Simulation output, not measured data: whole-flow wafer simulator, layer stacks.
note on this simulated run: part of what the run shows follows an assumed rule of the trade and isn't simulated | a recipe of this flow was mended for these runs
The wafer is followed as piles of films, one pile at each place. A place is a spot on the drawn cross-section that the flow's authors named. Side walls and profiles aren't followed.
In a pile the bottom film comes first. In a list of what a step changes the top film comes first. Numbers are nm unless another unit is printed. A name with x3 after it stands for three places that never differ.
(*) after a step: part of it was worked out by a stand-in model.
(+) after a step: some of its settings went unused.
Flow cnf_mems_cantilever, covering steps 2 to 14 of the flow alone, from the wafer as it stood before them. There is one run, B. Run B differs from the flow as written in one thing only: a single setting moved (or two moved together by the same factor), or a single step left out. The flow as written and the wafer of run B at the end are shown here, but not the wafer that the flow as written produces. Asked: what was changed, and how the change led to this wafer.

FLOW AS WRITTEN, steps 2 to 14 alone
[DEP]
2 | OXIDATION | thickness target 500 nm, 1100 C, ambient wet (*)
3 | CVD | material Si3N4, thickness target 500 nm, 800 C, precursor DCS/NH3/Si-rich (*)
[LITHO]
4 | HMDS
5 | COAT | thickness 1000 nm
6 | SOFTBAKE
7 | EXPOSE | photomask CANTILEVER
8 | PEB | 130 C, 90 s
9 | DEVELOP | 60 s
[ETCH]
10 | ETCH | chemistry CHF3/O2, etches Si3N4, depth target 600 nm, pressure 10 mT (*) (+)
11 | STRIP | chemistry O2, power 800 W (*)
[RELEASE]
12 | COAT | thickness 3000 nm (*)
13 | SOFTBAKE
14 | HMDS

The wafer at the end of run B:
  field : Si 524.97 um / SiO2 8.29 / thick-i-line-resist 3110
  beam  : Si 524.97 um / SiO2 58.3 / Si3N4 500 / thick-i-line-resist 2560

What caused this: step 2, OXIDATION: 873 C was run, whereas the flow has 1100 C.

The path from the change to this, step by step:
  2 | OXIDATION | thickness target 500 nm, 1100 C, ambient wet (*)
      field, beam: SiO2 gains 58.3 (new film), chemical SiO2 loses 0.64 (all of it), Si loses 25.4 (in the flow as written it would be: SiO2 gains 500 (new film), chemical SiO2 loses 0.64 (all of it), Si loses 219.7)
